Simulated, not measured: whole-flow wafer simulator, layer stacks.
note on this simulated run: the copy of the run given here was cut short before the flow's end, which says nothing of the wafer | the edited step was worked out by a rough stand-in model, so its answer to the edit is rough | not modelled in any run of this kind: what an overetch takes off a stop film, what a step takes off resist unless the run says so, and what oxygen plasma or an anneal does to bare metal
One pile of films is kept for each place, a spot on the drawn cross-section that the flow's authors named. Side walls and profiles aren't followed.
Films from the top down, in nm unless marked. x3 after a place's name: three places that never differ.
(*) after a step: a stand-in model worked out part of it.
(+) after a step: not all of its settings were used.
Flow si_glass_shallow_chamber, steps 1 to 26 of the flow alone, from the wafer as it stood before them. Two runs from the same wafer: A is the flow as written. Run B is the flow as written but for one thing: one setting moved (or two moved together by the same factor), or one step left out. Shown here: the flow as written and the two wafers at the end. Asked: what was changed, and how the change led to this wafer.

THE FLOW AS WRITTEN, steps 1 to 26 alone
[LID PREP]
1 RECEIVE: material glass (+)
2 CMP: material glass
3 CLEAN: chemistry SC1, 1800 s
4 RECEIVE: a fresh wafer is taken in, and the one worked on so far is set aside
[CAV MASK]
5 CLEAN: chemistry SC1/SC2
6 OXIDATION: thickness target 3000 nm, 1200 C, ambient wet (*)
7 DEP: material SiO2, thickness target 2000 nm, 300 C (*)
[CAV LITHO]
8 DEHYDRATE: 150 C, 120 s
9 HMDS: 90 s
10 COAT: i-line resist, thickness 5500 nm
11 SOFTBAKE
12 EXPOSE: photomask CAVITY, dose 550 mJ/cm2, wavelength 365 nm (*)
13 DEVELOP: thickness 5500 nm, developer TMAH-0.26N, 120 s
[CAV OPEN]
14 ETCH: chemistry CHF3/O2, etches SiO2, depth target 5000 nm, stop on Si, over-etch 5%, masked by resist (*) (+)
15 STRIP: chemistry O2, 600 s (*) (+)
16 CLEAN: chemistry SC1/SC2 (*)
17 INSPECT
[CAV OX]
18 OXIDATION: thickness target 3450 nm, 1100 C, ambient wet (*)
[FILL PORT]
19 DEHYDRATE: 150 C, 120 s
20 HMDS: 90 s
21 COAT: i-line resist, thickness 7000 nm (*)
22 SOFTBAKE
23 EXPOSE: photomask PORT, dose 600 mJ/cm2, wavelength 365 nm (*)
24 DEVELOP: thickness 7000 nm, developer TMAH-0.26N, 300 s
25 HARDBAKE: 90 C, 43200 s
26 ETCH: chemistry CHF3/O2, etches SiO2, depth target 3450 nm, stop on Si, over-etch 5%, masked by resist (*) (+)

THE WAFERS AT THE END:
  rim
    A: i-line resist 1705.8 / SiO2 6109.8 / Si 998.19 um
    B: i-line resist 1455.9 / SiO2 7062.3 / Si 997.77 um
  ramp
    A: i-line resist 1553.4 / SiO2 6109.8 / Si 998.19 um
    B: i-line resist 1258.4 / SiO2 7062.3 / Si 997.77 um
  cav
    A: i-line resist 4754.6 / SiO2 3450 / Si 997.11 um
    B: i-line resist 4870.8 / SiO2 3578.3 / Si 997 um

The cause: step 6, OXIDATION: thickness target 4125 nm was run, where the flow has thickness target 3000 nm.

How the change led to this, step by step:
  6 OXIDATION: thickness target 3000 nm, 1200 C, ambient wet (*)
      rim, ramp, cav, port, septum, ring: A SiO2 +3000 (new film), chemical SiO2 -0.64 (all of it), Si -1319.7 | B SiO2 +4125 (new film), chemical SiO2 -0.64 (all of it), Si -1814.7
  14 ETCH: chemistry CHF3/O2, etches SiO2, depth target 5000 nm, stop on Si, over-etch 5%, masked by resist (*) (+)
      cav, port: A SiO2 -5000 (all of it), Si -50 | B SiO2 -5250
  15 STRIP: chemistry O2, 600 s (*) (+)
      cav, port: A chemical SiO2 +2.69 (new film), Si -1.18 | B nothing
  18 OXIDATION: thickness target 3450 nm, 1100 C, ambient wet (*)
      cav, port: A SiO2 +3450 (new film), chemical SiO2 -2.69 (all of it), Si -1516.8 | B SiO2 +2703.3, Si -1189.5
      rim, ramp, septum, ring: A SiO2 +1109.8, Si -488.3 | B SiO2 +937.3, Si -412.4
  21 COAT: i-line resist, thickness 7000 nm (*)
      rim: A i-line resist +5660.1 (new film) | B i-line resist +5481.7 (new film)
      ramp: A i-line resist +5087.8 (new film) | B i-line resist +4842.4 (new film)
  22 SOFTBAKE
      rim: A i-line resist -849 | B i-line resist -929.2
      ramp: A i-line resist -434.5 | B i-line resist -494
      (and at 3 more places)
  25 HARDBAKE: 90 C, 43200 s
      rim: A i-line resist -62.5 | B i-line resist -53.7
      ramp: A i-line resist -57.1 | B i-line resist -47.2
      (and at 1 more place)
  26 ETCH: chemistry CHF3/O2, etches SiO2, depth target 3450 nm, stop on Si, over-etch 5%, masked by resist (*) (+)
      port: A SiO2 -3450 (all of it), Si -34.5 | B SiO2 -3578.3 (all of it), Si -8.84
